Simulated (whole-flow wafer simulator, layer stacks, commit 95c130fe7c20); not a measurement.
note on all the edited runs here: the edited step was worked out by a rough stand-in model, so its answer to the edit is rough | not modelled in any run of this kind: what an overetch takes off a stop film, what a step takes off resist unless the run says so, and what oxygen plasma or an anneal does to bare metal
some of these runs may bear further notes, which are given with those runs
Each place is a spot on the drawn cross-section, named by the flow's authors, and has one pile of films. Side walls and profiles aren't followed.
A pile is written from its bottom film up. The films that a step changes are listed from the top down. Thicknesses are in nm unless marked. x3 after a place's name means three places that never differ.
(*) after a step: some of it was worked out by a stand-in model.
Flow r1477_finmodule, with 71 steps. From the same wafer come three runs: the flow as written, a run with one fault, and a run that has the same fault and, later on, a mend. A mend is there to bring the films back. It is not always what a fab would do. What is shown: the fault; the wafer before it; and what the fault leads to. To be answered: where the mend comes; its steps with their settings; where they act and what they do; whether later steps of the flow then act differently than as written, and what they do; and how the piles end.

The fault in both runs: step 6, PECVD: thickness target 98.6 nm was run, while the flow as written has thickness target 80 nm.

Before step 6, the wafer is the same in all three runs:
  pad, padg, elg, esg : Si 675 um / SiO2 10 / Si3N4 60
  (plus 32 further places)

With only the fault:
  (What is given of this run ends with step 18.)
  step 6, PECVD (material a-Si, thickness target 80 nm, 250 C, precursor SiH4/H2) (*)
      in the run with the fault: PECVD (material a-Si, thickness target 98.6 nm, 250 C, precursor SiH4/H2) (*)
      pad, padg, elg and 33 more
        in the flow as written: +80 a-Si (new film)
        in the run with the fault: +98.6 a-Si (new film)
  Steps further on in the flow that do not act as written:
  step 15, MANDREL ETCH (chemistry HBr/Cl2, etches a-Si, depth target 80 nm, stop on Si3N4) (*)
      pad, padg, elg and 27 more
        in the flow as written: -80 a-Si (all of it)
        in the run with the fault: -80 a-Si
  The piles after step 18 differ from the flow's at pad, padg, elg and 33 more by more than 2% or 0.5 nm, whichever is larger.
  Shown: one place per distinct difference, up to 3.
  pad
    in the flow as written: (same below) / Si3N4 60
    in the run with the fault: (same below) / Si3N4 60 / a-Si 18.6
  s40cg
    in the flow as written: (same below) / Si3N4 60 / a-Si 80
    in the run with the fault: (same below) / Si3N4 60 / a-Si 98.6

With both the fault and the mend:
  The mend follows step 7.
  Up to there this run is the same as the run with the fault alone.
  step 7a, ETCH (chemistry tmah, depth target 113.4 nm)
      pad, padg, elg and 33 more
        -98.6 a-Si (all of it)
  step 7b, PECVD (material a-Si, thickness target 80 nm, 250 C, precursor SiH4/H2) (*) (the flow's step 6 again)
      pad, padg, elg and 33 more
        +80 a-Si (new film)
  Later steps of the flow that are run all act as written at every place that is followed.
  At every place that both follow, the piles at the end match the flow's.
